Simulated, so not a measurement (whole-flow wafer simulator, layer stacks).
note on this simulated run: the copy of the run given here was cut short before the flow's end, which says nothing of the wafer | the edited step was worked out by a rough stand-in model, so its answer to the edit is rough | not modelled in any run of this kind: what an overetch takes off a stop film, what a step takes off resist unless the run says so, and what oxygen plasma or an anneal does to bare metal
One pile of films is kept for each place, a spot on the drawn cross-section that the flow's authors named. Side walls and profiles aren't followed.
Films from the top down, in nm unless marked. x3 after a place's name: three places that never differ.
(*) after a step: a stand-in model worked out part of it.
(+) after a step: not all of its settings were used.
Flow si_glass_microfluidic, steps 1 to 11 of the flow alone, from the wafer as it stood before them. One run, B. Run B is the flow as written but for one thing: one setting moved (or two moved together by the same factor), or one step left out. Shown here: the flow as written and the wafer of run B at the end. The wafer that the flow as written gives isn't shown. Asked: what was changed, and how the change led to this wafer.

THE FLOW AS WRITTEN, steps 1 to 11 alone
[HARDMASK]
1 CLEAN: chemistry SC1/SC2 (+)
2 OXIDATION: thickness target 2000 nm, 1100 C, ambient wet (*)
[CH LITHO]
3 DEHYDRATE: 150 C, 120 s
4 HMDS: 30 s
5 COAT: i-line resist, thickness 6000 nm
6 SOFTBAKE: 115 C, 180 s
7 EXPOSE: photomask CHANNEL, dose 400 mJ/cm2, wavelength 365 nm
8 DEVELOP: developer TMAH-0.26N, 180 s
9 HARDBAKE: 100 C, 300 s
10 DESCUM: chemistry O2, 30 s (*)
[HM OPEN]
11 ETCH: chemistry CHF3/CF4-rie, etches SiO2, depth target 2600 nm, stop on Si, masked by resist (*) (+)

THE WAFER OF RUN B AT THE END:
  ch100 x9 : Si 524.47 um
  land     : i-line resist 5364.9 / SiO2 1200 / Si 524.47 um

The cause: step 2, OXIDATION: thickness target 1200 nm was run, where the flow has thickness target 2000 nm.
It can be read off the wafer: land has SiO2 1200, and step 2 as written asks for 2000 nm.

How the change led to this, step by step:
  2 OXIDATION: thickness target 2000 nm, 1100 C, ambient wet (*)
      land, ch100 x9: SiO2 +1200 (new film), chemical SiO2 -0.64 (all of it), Si -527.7 (as written it would be: SiO2 +2000 (new film), chemical SiO2 -0.64 (all of it), Si -879.7)
  11 ETCH: chemistry CHF3/CF4-rie, etches SiO2, depth target 2600 nm, stop on Si, masked by resist (*) (+)
      ch100 x9: SiO2 -1200 (all of it) (as written it would be: SiO2 -2000 (all of it))
      land: i-line resist -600 (as written it would be: i-line resist -866.7)
